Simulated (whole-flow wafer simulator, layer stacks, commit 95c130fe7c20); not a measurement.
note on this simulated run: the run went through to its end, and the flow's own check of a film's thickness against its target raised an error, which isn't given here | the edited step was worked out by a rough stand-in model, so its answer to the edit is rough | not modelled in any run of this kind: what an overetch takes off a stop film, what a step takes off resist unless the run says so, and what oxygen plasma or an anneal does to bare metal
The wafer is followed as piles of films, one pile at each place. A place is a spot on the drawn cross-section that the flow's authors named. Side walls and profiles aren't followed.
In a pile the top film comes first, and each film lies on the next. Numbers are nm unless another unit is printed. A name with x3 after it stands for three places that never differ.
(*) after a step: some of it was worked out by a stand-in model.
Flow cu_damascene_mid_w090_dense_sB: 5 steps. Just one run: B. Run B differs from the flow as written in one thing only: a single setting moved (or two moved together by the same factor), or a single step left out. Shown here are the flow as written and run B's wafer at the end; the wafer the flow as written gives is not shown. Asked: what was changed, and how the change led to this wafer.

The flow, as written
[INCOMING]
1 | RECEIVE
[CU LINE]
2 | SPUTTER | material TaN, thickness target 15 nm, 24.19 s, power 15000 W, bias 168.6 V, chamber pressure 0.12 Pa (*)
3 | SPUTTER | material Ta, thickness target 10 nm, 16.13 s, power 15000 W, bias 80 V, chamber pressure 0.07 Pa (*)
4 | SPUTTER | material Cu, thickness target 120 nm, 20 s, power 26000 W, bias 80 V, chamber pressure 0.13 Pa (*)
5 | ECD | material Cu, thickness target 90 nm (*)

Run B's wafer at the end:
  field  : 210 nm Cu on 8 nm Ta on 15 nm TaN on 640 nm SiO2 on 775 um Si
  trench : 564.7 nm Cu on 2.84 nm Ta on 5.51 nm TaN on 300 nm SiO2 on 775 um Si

The reason: step 3, SPUTTER: thickness target 8 nm was run, while the flow as written has thickness target 10 nm; step 3, SPUTTER: 12.9 s was run, where the flow has 16.13 s.
The wafer lets one read it off: field has Ta 8, and step 3 as written asks for 10 nm.

Step by step, how the change led to this:
  3 | SPUTTER | material Ta, thickness target 10 nm, 16.13 s, power 15000 W, bias 80 V, chamber pressure 0.07 Pa (*)
      field: +8 Ta (new film) (as written it would have been: +10 Ta (new film))
      trench: +2.84 Ta (new film) (as written it would have been: +3.55 Ta (new film))
